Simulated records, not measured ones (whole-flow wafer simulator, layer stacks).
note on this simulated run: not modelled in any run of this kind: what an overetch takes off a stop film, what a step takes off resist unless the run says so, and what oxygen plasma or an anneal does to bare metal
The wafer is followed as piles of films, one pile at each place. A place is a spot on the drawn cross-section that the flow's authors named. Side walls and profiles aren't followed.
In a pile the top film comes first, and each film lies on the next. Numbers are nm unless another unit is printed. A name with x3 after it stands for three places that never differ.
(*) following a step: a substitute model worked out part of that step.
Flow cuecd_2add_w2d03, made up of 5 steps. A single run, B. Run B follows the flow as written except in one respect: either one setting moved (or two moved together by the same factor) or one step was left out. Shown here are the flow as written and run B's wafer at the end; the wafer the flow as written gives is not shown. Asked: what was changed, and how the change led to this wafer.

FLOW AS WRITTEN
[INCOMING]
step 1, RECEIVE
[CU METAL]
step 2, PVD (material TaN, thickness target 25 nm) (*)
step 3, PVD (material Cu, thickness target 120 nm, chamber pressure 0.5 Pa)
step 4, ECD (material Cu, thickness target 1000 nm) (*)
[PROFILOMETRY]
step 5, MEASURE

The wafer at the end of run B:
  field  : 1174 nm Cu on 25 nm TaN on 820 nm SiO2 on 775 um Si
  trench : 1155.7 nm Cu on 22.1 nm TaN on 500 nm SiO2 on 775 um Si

What caused this: step 3, PVD: thickness target 174 nm was run, whereas the flow has thickness target 120 nm.

The path from the change to this, step by step:
  step 3, PVD (material Cu, thickness target 120 nm, chamber pressure 0.5 Pa)
      field: Cu gains 174 (new film) (as written it would have been: Cu gains 120 (new film))
      trench: Cu gains 155.7 (new film) (as written it would have been: Cu gains 107.2 (new film))
